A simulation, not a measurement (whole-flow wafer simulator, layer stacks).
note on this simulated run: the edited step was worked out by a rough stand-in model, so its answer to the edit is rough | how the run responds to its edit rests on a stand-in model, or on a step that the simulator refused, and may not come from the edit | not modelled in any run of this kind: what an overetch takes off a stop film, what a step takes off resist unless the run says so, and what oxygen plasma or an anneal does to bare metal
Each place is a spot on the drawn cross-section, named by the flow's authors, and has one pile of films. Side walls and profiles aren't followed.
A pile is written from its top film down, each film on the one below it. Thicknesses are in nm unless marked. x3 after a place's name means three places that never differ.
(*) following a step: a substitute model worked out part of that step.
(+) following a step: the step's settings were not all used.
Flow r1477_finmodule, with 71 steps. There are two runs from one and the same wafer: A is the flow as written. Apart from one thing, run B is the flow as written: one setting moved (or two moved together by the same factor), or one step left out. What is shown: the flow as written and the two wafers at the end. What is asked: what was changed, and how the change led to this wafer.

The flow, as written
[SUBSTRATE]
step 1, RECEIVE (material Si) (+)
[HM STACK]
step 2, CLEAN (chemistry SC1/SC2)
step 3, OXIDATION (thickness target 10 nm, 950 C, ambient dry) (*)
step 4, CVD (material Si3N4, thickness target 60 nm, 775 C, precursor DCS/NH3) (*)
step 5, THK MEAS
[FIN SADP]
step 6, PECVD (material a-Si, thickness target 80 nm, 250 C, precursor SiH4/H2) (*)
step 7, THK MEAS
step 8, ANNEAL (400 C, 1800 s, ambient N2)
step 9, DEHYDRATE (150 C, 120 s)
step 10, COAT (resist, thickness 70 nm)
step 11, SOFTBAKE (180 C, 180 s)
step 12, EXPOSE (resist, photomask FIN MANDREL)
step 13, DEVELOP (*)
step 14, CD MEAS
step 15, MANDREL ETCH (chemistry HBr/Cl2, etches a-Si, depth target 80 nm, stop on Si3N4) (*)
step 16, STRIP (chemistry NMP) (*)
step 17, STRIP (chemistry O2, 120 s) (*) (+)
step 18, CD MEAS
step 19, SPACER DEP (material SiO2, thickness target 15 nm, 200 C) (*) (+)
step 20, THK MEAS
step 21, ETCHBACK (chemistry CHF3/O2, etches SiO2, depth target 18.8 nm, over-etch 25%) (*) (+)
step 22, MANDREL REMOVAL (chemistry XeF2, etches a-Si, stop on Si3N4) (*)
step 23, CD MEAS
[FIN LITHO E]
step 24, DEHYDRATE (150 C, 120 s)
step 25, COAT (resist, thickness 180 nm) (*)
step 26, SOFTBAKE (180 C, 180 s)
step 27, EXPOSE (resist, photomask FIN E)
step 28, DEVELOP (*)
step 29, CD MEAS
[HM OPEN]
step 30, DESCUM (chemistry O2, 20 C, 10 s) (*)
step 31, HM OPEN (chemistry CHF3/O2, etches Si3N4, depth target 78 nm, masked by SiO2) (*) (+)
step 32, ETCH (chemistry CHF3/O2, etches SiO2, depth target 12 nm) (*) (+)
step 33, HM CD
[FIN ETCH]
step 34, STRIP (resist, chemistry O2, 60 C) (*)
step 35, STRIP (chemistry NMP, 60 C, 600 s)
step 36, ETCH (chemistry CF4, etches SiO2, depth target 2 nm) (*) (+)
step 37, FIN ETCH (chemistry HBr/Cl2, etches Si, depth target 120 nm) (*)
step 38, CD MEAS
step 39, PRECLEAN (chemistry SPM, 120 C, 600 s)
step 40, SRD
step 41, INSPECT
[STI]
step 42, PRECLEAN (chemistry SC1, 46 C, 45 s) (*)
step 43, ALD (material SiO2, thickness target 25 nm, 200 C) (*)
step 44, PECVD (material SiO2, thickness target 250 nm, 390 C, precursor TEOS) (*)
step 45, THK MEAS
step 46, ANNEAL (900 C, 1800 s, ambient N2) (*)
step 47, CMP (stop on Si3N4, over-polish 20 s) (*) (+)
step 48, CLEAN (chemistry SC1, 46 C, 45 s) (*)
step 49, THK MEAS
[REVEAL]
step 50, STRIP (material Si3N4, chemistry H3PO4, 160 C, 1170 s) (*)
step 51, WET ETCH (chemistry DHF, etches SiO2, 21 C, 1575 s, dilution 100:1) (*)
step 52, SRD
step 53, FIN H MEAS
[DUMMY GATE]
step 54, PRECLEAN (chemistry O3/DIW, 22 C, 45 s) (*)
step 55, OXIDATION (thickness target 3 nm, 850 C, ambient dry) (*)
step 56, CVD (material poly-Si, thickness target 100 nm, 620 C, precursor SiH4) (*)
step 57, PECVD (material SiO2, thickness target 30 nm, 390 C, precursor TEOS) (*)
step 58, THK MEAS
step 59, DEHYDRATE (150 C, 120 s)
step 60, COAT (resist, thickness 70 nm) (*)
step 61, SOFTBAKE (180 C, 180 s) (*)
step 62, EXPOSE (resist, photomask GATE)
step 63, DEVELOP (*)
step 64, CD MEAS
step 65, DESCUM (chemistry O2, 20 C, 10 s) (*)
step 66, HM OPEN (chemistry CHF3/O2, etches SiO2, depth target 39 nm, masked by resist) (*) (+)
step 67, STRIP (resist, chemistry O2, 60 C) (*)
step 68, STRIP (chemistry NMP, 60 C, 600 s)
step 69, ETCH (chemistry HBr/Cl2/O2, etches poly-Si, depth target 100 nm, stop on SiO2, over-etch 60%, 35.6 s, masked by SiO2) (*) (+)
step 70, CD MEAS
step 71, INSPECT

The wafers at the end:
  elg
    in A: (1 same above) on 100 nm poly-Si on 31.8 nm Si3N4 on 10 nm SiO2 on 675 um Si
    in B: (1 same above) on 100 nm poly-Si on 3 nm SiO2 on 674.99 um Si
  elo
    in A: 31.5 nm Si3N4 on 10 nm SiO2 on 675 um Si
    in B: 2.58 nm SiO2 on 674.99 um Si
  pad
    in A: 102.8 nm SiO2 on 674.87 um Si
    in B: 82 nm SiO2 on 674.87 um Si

Cause: step 6, PECVD: thickness target 54 nm was run, while the flow as written has thickness target 80 nm.

The path from the change to this, step by step:
  step 6, PECVD (material a-Si, thickness target 80 nm, 250 C, precursor SiH4/H2) (*)
      pad, padg, elg and 33 more: A +80 a-Si (new film) | B +54 a-Si (new film)
  step 15, MANDREL ETCH (chemistry HBr/Cl2, etches a-Si, depth target 80 nm, stop on Si3N4) (*)
      pad, padg, elg and 27 more: A -80 a-Si (all of it) | B -54 a-Si (all of it)
  step 21, ETCHBACK (chemistry CHF3/O2, etches SiO2, depth target 18.8 nm, over-etch 25%) (*) (+)
      s40sg_line, s45sg_line, s50sg_line, s40so_line, s45so_line, s50so_line: A +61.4 SiO2 | B +35.4 SiO2
  step 22, MANDREL REMOVAL (chemistry XeF2, etches a-Si, stop on Si3N4) (*)
      s40cg, s45cg, s50cg, s40co, s45co, s50co: A -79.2 a-Si (all of it) | B -53.2 a-Si (all of it)
  step 25, COAT (resist, thickness 180 nm) (*)
      s40cg, s40co: A +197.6 resist (new film) | B +191.1 resist (new film)
      s40sg, s40so: A +201.2 resist (new film) | B +194.7 resist (new film)
      (and at 14 other places as well)
  step 28, DEVELOP (*)
      s40cg, s40co: A -197.6 resist (all of it) | B -191.1 resist (all of it)
      s40sg, s40so: A -201.2 resist (all of it) | B -194.7 resist (all of it)
      (and at 14 other places as well)
  step 32, ETCH (chemistry CHF3/O2, etches SiO2, depth target 12 nm) (*) (+)
      s40sg_line, s45sg_line, s50sg_line, s40so_line, s45so_line, s50so_line: A -12 SiO2 | B -11.4 SiO2 (all of it)
      elg, e40lg, e100lg, e200lg, elo, e40lo, e100lo, e200lo: A -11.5 resist | B -10.9 resist
  step 36, ETCH (chemistry CF4, etches SiO2, depth target 2 nm) (*) (+)
      elg, e40lg, e100lg, e200lg, elo, e40lo, e100lo, e200lo: A -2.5 Si3N4 | B nothing
      s40sg_line, s45sg_line, s50sg_line, s40so_line, s45so_line, s50so_line: A -2 SiO2 | B nothing
  step 37, FIN ETCH (chemistry HBr/Cl2, etches Si, depth target 120 nm) (*)
      s40sg_line, s45sg_line, s50sg_line, s40so_line, s45so_line, s50so_line: A -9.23 SiO2 | B -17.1 Si3N4
  step 43, ALD (material SiO2, thickness target 25 nm, 200 C) (*)
      s40sg_line, s45sg_line, s50sg_line, s40so_line, s45so_line, s50so_line: A +25 SiO2 | B +25 SiO2 (new film)
      s40cg, s45cg, s50cg, s40co, s45co, s50co: A +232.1 SiO2 (new film) | B +200.7 SiO2 (new film)
  step 47, CMP (stop on Si3N4, over-polish 20 s) (*) (+)
      elg, e40lg, e100lg, e200lg, elo, e40lo, e100lo, e200lo: A -241.6 SiO2 | B -263.8 SiO2 (all of it), -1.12 Si3N4
      pad, padg, e40sg and 11 more: A -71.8 SiO2 | B -92.6 SiO2
      (and at 14 other places as well)
  step 50, STRIP (material Si3N4, chemistry H3PO4, 160 C, 1170 s) (*)
      elg, e40lg, e100lg, e200lg, elo, e40lo, e100lo, e200lo: A -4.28 SiO2 | B -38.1 Si3N4 (all of it), -2.02 SiO2
      s40sg_line, s45sg_line, s50sg_line, s40so_line, s45so_line, s50so_line: A -58.9 Si3N4 (all of it), -1.37 SiO2 | B -38.1 Si3N4 (all of it), -2.02 SiO2
  step 51, WET ETCH (chemistry DHF, etches SiO2, 21 C, 1575 s, dilution 100:1) (*)
      elg, e40lg, e100lg, e200lg, elo, e40lo, e100lo, e200lo: A -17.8 SiO2 (all of it), -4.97 Si3N4 | B -7.98 SiO2 (all of it)
      s40sg_line, s45sg_line, s50sg_line, s40so_line, s45so_line, s50so_line: A -8.63 SiO2 (all of it) | B -7.98 SiO2 (all of it)
  step 54, PRECLEAN (chemistry O3/DIW, 22 C, 45 s) (*)
      elg, e40lg, e100lg, e200lg, elo, e40lo, e100lo, e200lo: A nothing | B +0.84 chemical SiO2 (new film), -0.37 Si
  step 55, OXIDATION (thickness target 3 nm, 850 C, ambient dry) (*)
      elg, e40lg, e100lg, e200lg, elo, e40lo, e100lo, e200lo: A nothing | B +3 SiO2 (new film), -0.84 chemical SiO2 (all of it), -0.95 Si
  step 56, CVD (material poly-Si, thickness target 100 nm, 620 C, precursor SiH4) (*)
      s40cg, s40co: A +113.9 poly-Si (new film) | B +136.7 poly-Si (new film)
      s45cg, s45co: A +113.4 poly-Si (new film) | B +136.7 poly-Si (new film)
      (and at 3 other places as well)
  ... 3 other steps ...
  step 69, ETCH (chemistry HBr/Cl2/O2, etches poly-Si, depth target 100 nm, stop on SiO2, over-etch 60%, 35.6 s, masked by SiO2) (*) (+)
      s40co: A -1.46 chemical SiO2 (all of it), -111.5 poly-Si (all of it), -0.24 SiO2 | B -1.36 chemical SiO2 (all of it), -134.3 poly-Si (all of it), -0.13 SiO2
      s45co: A -1.46 chemical SiO2 (all of it), -110.9 poly-Si (all of it), -0.25 SiO2 | B -1.36 chemical SiO2 (all of it), -134.3 poly-Si (all of it), -0.13 SiO2
      (and at 1 other place as well)
